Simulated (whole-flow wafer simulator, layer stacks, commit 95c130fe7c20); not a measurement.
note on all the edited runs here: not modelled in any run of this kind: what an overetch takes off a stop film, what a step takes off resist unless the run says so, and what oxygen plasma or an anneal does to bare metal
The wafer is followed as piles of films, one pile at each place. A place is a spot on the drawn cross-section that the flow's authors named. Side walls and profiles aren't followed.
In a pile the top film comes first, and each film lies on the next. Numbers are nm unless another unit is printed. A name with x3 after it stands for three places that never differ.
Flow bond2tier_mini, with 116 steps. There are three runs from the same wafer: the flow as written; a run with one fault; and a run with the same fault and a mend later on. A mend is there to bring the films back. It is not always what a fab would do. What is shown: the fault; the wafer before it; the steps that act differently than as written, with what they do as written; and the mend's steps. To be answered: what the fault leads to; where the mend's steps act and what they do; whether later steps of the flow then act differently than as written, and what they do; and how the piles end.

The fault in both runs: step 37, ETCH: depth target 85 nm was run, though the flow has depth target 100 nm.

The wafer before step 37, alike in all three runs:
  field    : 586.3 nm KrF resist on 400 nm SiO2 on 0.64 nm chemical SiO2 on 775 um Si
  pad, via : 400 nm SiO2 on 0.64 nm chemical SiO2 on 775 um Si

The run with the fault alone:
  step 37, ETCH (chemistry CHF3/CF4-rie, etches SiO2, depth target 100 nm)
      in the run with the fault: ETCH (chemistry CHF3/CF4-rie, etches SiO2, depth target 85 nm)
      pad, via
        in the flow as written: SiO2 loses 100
        in the run with the fault: SiO2 loses 85
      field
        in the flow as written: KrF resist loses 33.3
        in the run with the fault: KrF resist loses 28.3
  Steps further on in the flow that do not act as written (not shown: 3 more steps that differ only slightly, by at most 2% or 0.5 nm, whichever is larger):
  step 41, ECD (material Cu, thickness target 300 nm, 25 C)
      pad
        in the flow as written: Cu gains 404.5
        in the run with the fault: Cu gains 388.8
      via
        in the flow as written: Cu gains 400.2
        in the run with the fault: Cu gains 385.1
  By the end, the piles at pad depart from the flow's by more than 2% or 0.5 nm, whichever is larger.
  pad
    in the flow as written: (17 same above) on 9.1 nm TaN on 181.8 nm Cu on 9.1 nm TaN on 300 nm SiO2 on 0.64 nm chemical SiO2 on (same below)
    in the run with the fault: (17 same above) on 9.1 nm TaN on 166.7 nm Cu on 9.24 nm TaN on 315 nm SiO2 on 0.64 nm chemical SiO2 on (same below)

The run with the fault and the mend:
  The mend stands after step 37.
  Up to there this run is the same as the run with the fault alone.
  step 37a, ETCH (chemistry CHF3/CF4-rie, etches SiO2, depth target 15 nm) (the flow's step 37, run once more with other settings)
      pad, via
        SiO2 loses 15
      field
        KrF resist loses 5
  Every later step of the flow that is run acts as written at every place that is followed.
  At every place that both follow, the piles at the end match the flow's.
